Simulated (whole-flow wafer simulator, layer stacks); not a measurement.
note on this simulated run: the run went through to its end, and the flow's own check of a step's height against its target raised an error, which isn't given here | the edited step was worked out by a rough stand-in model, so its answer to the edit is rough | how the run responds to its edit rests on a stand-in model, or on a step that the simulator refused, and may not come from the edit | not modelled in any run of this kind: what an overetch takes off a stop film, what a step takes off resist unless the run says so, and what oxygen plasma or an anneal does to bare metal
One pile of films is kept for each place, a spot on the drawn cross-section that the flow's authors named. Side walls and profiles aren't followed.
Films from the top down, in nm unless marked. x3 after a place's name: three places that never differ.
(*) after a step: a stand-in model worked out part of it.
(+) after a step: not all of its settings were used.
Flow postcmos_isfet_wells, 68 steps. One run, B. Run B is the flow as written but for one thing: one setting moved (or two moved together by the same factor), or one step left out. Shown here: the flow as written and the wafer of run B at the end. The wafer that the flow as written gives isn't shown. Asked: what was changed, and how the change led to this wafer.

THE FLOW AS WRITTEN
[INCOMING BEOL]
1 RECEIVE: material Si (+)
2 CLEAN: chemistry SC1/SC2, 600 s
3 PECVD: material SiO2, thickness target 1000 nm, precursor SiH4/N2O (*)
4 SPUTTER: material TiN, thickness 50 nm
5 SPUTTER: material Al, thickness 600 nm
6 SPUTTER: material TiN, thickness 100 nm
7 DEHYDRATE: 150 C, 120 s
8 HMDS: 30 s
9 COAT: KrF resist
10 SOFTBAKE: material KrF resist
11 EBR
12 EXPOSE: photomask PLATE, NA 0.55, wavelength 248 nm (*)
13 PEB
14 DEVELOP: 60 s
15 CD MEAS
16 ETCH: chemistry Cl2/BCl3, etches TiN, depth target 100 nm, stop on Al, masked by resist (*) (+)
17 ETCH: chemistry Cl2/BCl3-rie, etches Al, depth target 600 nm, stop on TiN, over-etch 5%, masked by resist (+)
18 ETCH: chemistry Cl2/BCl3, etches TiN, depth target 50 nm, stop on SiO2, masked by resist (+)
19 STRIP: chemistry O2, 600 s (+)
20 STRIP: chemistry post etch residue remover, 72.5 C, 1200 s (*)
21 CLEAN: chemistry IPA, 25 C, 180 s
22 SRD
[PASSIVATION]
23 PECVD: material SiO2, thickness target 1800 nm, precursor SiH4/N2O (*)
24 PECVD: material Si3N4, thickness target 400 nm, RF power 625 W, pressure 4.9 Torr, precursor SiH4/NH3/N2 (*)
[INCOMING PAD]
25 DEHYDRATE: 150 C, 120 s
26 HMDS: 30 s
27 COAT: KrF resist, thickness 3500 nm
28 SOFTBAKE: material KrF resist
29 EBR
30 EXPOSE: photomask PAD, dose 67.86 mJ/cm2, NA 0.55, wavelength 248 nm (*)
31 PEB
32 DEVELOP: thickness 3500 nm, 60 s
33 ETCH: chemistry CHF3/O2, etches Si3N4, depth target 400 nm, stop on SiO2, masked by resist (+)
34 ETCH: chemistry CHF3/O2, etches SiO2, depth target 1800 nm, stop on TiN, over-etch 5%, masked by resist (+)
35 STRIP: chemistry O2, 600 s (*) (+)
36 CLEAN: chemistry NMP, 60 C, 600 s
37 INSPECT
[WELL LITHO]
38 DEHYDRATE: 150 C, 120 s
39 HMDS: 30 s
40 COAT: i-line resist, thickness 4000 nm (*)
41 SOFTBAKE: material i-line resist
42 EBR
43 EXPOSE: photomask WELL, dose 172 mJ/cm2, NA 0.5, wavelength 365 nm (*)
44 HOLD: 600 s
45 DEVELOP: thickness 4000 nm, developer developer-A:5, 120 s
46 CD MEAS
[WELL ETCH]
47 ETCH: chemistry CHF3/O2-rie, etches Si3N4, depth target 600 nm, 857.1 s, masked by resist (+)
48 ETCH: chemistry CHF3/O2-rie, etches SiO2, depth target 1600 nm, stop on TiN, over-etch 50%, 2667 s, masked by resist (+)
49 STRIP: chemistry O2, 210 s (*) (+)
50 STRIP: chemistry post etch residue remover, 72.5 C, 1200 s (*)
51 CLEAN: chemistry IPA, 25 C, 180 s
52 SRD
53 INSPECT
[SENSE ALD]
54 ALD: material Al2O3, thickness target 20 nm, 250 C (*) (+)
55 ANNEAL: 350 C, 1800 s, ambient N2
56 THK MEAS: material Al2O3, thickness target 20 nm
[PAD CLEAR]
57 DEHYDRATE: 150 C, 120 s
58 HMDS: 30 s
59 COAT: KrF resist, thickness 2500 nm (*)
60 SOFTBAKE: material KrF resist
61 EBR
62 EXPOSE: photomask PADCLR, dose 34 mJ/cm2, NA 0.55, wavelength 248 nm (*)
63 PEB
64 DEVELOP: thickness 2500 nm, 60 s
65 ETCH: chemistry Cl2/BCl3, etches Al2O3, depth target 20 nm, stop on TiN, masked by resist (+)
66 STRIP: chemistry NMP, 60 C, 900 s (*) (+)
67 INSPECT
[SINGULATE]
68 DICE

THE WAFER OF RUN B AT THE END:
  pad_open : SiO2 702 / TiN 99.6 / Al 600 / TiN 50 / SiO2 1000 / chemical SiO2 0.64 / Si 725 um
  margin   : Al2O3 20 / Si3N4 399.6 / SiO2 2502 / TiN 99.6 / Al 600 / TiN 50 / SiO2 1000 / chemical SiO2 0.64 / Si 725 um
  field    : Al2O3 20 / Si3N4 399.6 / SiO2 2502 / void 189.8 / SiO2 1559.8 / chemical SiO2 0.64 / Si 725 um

The cause: step 23, PECVD: thickness target 2502 nm was run, where the flow has thickness target 1800 nm.
It can be read off the wafer: margin has SiO2 2502, and step 23 as written asks for 1800 nm.

How the change led to this, step by step:
  23 PECVD: material SiO2, thickness target 1800 nm, precursor SiH4/N2O (*)
      margin, well900, well1300 x3, pad_rim, pad_clr, pad_open: SiO2 +2502 (new film) (as written it would be: SiO2 +1800 (new film))
      field: SiO2 +2502 (new film), void +189.8 (new film), SiO2 +559.8 (as written it would be: SiO2 +1800 (new film), void +189.9 (new film), SiO2 +559.7)
  34 ETCH: chemistry CHF3/O2, etches SiO2, depth target 1800 nm, stop on TiN, over-etch 5%, masked by resist (+)
      pad_open: SiO2 -1800 (as written it would be: SiO2 -1800 (all of it))
  48 ETCH: chemistry CHF3/O2-rie, etches SiO2, depth target 1600 nm, stop on TiN, over-etch 50%, 2667 s, masked by resist (+)
      well900, well1300 x3: SiO2 -2302 (all of it) (as written it would be: SiO2 -1600 (all of it))
  59 COAT: KrF resist, thickness 2500 nm (*)
      field: KrF resist +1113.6 (new film) (as written it would be: KrF resist +1449 (new film))
      margin: KrF resist +1113.5 (new film) (as written it would be: KrF resist +1448.9 (new film))
  63 PEB
      field, margin: KrF resist -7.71 (as written it would be: KrF resist -10.1)
  66 STRIP: chemistry NMP, 60 C, 900 s (*) (+)
      field: KrF resist -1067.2 (all of it) (as written it would be: KrF resist -1400.1 (all of it))
      margin: KrF resist -1067.1 (all of it) (as written it would be: KrF resist -1400.1 (all of it))
